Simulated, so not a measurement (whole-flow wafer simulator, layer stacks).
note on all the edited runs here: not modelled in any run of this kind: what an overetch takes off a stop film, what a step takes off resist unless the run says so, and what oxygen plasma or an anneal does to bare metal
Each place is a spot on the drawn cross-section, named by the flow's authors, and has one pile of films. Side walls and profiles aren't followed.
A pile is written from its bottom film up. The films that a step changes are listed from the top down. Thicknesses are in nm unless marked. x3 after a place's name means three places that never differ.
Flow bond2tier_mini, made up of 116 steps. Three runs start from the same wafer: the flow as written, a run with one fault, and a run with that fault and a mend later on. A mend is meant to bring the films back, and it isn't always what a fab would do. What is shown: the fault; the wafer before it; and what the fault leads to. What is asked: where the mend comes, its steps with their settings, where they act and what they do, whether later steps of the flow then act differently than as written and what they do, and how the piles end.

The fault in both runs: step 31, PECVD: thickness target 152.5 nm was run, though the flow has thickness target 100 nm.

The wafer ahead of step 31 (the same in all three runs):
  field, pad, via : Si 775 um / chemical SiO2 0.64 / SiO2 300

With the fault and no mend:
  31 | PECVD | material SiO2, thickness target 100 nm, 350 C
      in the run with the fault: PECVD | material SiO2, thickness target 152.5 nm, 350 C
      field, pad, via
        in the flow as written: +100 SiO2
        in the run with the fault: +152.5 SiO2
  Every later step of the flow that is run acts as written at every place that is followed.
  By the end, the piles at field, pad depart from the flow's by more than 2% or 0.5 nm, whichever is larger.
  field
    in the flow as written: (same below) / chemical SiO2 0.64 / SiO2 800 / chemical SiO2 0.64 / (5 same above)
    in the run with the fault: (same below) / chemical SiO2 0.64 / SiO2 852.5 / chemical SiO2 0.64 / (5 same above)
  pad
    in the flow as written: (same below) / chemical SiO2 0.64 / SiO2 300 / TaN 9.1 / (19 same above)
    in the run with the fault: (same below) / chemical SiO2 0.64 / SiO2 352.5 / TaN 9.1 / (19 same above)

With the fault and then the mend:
  After step 31 comes the mend.
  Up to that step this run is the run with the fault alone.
  31a | ETCH | chemistry CHF3/CF4-rie, etches SiO2, depth target 52.5 nm (the flow's step 9 again, with other settings)
      field, pad, via
        -52.5 SiO2
  Every later step of the flow that is run acts as written at every place that is followed.
  At every place that both follow, the piles at the end match the flow's.
